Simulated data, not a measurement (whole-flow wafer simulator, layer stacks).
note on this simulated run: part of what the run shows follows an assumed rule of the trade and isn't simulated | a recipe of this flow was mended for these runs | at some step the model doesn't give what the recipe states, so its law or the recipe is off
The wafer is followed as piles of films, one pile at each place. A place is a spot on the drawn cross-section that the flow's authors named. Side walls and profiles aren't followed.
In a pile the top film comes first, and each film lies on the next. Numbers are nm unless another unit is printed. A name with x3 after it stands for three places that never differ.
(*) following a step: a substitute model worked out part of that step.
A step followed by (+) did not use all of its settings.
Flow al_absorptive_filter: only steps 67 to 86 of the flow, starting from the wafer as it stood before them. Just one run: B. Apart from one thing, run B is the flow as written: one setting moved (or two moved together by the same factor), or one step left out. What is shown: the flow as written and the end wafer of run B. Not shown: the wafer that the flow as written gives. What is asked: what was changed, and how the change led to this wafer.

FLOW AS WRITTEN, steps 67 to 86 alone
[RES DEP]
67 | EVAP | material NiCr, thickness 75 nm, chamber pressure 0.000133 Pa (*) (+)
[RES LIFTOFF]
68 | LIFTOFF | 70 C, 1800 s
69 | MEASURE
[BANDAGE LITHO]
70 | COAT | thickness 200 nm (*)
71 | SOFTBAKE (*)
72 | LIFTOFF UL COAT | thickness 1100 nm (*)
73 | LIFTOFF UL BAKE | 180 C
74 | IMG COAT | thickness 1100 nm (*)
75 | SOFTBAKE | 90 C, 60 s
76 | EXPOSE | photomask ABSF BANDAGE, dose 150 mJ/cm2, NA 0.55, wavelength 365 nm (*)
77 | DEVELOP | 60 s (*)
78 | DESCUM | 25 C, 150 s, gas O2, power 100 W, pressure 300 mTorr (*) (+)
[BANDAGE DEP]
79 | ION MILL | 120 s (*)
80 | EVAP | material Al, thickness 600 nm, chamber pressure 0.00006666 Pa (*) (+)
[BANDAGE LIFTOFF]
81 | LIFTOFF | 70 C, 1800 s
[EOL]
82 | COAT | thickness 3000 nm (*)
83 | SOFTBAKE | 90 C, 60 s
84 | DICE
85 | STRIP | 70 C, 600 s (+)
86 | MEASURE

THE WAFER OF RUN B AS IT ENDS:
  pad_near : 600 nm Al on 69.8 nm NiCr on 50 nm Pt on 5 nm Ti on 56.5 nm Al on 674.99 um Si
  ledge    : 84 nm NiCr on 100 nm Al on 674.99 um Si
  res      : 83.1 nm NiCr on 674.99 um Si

The reason: step 67, EVAP: thickness 84 nm was run, whereas the flow has thickness 75 nm.
The wafer itself shows it: ledge has NiCr 84, and step 67 as written asks for 75 nm.

Step by step, how the change led to this:
  67 | EVAP | material NiCr, thickness 75 nm, chamber pressure 0.000133 Pa (*) (+)
      gnd, pad_far, ledge and 9 more: +84 NiCr (new film) (as written it would have been: +75 NiCr (new film))
      pad_near, res: +83.1 NiCr (new film) (as written it would have been: +74.2 NiCr (new film))
  68 | LIFTOFF | 70 C, 1800 s
      xa_field, xl_land, idc_field: -84 NiCr (all of it), -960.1 i-line-resist (all of it), -1100 lift-off-underlayer (all of it), -200 acrylic-e-beam-resist (all of it) (as written it would have been: -75 NiCr (all of it), -960.1 i-line-resist (all of it), -1100 lift-off-underlayer (all of it), -200 acrylic-e-beam-resist (all of it))
      gnd: -84 NiCr (all of it), -959.5 i-line-resist (all of it), -1100.9 lift-off-underlayer (all of it), -200.6 acrylic-e-beam-resist (all of it) (as written it would have been: -75 NiCr (all of it), -959.5 i-line-resist (all of it), -1100.9 lift-off-underlayer (all of it), -200.6 acrylic-e-beam-resist (all of it))
      (and at 7 other places as well)
  83 | SOFTBAKE | 90 C, 60 s
      ledge: -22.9 i-line-resist (as written it would have been: -22.2 i-line-resist)
      res: -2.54 i-line-resist (as written it would have been: -1.75 i-line-resist)
